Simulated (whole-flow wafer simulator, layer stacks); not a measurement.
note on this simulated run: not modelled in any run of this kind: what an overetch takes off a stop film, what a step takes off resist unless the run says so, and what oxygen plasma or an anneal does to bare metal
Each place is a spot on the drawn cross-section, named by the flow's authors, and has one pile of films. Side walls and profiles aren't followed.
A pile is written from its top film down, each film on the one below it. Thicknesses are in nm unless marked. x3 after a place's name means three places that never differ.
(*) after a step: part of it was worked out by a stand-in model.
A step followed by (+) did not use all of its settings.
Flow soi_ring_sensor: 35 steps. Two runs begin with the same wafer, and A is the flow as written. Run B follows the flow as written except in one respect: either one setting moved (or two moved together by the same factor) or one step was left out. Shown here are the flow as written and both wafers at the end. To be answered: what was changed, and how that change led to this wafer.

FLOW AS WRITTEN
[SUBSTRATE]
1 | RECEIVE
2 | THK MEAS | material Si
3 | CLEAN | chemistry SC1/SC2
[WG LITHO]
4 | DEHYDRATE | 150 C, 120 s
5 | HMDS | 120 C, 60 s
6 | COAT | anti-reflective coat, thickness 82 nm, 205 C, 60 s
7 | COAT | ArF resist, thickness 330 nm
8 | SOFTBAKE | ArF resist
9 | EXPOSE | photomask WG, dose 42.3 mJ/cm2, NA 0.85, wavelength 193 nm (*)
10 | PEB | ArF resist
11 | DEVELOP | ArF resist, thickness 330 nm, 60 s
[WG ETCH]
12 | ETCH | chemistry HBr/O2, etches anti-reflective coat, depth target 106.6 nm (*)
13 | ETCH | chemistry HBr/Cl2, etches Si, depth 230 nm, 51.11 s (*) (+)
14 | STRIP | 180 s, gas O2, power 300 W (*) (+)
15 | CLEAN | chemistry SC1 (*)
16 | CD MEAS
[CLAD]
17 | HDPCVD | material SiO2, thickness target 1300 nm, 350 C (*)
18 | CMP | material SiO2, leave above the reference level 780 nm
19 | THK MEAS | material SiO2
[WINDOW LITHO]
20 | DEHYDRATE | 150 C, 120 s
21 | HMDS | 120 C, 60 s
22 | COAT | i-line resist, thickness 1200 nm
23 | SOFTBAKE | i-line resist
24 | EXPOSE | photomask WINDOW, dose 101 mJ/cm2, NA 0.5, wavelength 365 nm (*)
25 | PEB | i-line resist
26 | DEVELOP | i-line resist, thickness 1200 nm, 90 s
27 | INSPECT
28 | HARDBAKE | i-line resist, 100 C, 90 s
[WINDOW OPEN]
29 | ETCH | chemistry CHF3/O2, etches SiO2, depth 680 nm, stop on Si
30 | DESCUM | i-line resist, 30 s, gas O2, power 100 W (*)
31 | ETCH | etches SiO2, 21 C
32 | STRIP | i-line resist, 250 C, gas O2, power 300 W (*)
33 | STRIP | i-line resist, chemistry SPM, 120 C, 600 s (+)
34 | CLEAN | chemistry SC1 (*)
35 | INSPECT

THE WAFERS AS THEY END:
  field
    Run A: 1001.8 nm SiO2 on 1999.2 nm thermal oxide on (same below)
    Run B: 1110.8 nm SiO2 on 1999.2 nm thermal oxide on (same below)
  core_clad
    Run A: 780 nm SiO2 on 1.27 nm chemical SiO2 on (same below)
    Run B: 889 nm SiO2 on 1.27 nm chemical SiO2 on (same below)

What caused this: step 18, CMP: leave above the reference level 889 nm was run, whereas the flow has leave above the reference level 780 nm.
The wafer lets one read it off: core_clad has SiO2 889, and step 18 as written asks for 780 nm.

How this came from the change, step by step:
  18 | CMP | material SiO2, leave above the reference level 780 nm
      gap, window, field, gap_clad: A SiO2 loses 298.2 | B SiO2 loses 189.2
      core, core_clad: A SiO2 loses 520 | B SiO2 loses 411
  31 | ETCH | etches SiO2, 21 C
      core: A SiO2 loses 100 (all of it), chemical SiO2 loses 1.27 (all of it) | B SiO2 loses 209 (all of it), chemical SiO2 loses 1.27 (all of it)
